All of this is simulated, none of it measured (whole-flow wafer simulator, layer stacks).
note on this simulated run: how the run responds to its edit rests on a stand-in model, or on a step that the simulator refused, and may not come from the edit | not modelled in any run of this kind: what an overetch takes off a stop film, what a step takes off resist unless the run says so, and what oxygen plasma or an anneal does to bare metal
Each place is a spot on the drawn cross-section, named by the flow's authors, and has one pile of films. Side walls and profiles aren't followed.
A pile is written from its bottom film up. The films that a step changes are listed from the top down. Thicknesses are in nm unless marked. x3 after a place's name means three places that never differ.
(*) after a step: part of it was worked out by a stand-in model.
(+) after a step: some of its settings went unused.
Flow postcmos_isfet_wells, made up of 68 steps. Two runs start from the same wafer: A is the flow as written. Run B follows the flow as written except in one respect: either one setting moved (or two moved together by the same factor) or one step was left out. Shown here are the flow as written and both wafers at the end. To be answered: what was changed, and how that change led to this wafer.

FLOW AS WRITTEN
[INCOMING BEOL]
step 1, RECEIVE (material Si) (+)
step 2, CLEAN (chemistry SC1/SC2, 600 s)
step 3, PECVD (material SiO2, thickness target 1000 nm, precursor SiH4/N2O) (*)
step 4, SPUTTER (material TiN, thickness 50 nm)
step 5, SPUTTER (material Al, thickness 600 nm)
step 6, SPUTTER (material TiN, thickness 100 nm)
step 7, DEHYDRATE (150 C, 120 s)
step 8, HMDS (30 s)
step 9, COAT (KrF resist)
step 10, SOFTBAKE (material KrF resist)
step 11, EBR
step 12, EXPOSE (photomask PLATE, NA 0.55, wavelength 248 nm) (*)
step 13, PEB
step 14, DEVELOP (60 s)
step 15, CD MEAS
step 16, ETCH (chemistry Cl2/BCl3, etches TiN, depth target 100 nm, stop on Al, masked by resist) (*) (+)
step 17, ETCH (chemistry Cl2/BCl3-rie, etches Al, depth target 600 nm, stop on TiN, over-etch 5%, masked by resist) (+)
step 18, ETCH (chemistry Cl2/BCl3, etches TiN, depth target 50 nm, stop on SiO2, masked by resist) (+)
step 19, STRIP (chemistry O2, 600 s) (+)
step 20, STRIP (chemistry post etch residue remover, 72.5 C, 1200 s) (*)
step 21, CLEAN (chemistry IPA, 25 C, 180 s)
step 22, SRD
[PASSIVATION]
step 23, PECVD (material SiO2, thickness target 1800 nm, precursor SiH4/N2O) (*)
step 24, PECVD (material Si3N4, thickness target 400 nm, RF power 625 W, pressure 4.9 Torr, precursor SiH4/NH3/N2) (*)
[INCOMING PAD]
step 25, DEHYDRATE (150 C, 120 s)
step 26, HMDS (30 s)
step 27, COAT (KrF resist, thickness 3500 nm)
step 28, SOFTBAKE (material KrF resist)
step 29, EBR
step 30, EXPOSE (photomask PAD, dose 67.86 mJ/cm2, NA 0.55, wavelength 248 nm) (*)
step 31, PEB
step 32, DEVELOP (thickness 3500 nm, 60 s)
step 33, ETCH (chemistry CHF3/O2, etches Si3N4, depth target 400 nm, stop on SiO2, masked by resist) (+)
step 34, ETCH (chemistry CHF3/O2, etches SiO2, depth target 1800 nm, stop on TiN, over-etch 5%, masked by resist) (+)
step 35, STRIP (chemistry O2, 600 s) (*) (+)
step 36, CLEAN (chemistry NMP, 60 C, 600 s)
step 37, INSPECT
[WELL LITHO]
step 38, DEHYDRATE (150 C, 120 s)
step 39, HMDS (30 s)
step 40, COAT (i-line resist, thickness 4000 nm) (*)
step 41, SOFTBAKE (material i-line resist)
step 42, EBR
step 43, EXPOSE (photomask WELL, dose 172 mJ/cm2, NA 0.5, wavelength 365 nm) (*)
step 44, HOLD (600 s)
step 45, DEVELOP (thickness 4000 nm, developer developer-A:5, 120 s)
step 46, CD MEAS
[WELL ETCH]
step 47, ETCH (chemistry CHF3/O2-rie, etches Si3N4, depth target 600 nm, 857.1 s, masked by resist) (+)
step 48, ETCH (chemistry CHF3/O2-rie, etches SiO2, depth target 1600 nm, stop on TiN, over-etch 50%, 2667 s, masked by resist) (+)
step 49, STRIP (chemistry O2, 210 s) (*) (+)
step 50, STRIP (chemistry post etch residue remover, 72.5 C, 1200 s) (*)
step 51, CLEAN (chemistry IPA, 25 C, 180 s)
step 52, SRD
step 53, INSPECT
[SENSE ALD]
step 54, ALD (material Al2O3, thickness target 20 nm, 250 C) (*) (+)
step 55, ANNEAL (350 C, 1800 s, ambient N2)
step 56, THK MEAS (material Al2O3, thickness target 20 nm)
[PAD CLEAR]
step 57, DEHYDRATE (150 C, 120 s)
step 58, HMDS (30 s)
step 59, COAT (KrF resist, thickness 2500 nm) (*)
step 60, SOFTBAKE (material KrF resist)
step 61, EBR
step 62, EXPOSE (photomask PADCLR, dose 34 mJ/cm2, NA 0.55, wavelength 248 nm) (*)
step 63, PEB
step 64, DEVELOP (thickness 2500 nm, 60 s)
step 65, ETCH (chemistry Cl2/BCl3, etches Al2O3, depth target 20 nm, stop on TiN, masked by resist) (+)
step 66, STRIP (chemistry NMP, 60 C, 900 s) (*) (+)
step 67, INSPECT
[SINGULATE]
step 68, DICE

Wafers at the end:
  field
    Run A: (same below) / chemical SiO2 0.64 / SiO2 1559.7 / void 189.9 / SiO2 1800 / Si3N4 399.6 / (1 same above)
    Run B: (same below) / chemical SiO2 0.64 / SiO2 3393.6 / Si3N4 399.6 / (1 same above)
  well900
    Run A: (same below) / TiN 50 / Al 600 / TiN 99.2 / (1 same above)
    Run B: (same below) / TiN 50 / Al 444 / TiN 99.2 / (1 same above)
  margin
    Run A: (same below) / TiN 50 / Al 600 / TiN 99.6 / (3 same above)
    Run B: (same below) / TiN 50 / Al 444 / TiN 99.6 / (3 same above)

Cause: step 5, SPUTTER: thickness 444 nm was run, though the flow has thickness 600 nm.
One can read it off the wafer: well900 has Al 444, and step 5 as written asks for 600 nm.

The path from the change to this, step by step:
  step 5, SPUTTER (material Al, thickness 600 nm)
      field, margin, well900, well1300 x3, pad_rim, pad_clr, pad_open: A +600 Al (new film) | B +444 Al (new film)
  step 17, ETCH (chemistry Cl2/BCl3-rie, etches Al, depth target 600 nm, stop on TiN, over-etch 5%, masked by resist) (+)
      margin, well900, well1300 x3, pad_rim, pad_clr, pad_open: A -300 KrF resist | B -233.1 KrF resist
      field: A -600 Al (all of it) | B -444 Al (all of it)
  step 19, STRIP (chemistry O2, 600 s) (+)
      margin, well900, well1300 x3, pad_rim, pad_clr, pad_open: A -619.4 KrF resist (all of it) | B -686.3 KrF resist (all of it)
  step 23, PECVD (material SiO2, thickness target 1800 nm, precursor SiH4/N2O) (*)
      field: A +1800 SiO2 (new film), +189.9 void (new film), +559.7 SiO2 | B +2393.6 SiO2
